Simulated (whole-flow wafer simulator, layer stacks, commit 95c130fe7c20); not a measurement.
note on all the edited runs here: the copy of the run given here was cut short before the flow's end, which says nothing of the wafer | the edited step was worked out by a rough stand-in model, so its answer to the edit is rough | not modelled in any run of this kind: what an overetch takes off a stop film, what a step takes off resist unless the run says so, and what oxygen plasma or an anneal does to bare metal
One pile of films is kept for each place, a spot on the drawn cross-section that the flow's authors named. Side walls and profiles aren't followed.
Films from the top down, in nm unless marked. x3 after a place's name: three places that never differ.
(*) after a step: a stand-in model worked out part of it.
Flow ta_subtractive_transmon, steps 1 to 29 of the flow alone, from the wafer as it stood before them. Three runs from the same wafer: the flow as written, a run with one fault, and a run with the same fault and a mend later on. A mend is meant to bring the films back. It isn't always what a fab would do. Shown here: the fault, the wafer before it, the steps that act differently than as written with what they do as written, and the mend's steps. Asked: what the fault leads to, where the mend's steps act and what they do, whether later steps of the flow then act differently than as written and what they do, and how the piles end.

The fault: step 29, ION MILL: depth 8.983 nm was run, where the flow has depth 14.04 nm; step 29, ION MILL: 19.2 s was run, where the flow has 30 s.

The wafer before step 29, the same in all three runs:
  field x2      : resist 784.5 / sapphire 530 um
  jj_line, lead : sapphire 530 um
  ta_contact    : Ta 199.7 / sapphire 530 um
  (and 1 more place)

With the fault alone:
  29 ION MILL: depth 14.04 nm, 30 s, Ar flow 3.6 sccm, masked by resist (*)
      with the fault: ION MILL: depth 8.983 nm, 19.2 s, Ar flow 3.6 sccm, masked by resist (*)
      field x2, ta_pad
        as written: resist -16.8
        with the fault: resist -10.7
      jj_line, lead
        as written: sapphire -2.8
        with the fault: sapphire -1.79
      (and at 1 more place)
  No later step of the flow acts differently than as written at any place that is followed.
  At the end the piles differ from the flow's only slightly at the places that both follow, by at most 2% or 0.5 nm, whichever is larger.

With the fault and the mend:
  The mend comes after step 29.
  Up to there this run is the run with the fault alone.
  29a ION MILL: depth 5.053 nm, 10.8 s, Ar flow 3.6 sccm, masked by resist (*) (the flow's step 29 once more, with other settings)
      field x2, ta_pad
        resist -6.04
      jj_line, lead
        sapphire -1.01
      ta_contact
        Ta -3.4
  No later step of the flow acts differently than as written at any place that is followed.
  At the end the piles are the same as the flow's at every place that both follow.
